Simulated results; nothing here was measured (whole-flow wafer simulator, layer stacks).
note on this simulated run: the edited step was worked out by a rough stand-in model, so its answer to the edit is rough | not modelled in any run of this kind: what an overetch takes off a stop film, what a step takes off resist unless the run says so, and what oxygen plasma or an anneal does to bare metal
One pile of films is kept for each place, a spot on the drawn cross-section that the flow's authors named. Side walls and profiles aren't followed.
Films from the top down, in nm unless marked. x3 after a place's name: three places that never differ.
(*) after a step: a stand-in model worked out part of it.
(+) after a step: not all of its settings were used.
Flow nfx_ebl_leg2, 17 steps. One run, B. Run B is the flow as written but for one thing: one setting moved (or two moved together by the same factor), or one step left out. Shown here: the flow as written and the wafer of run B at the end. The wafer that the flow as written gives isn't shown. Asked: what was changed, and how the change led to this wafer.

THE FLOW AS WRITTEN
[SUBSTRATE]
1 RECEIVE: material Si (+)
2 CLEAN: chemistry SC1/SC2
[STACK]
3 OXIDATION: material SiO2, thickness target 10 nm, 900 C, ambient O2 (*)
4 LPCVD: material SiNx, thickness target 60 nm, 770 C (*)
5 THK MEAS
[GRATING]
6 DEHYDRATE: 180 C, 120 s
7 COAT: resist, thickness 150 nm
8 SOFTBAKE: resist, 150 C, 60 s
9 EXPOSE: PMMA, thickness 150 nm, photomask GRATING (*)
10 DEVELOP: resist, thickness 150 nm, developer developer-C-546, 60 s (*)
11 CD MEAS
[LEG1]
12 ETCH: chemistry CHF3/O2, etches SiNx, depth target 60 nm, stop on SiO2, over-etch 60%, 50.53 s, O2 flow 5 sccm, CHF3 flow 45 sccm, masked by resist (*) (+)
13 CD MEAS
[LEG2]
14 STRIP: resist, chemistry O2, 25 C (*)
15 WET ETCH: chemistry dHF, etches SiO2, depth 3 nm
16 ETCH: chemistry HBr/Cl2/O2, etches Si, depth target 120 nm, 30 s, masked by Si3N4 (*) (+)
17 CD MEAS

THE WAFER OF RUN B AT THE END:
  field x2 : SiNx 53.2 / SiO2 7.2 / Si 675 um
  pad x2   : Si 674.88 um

The cause: step 3, OXIDATION: thickness target 7.2 nm was run, where the flow has thickness target 10 nm.
It can be read off the wafer: field x2 has SiO2 7.2, and step 3 as written asks for 10 nm.

How the change led to this, step by step:
  3 OXIDATION: material SiO2, thickness target 10 nm, 900 C, ambient O2 (*)
      field x2, pad x2: SiO2 +7.2 (new film), chemical SiO2 -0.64 (all of it), Si -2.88 (as written it would be: SiO2 +10 (new film), chemical SiO2 -0.64 (all of it), Si -4.12)
  12 ETCH: chemistry CHF3/O2, etches SiNx, depth target 60 nm, stop on SiO2, over-etch 60%, 50.53 s, O2 flow 5 sccm, CHF3 flow 45 sccm, masked by resist (*) (+)
      pad x2: SiNx -60 (all of it), SiO2 -7.2 (all of it) (as written it would be: SiNx -60 (all of it), SiO2 -10 (all of it))
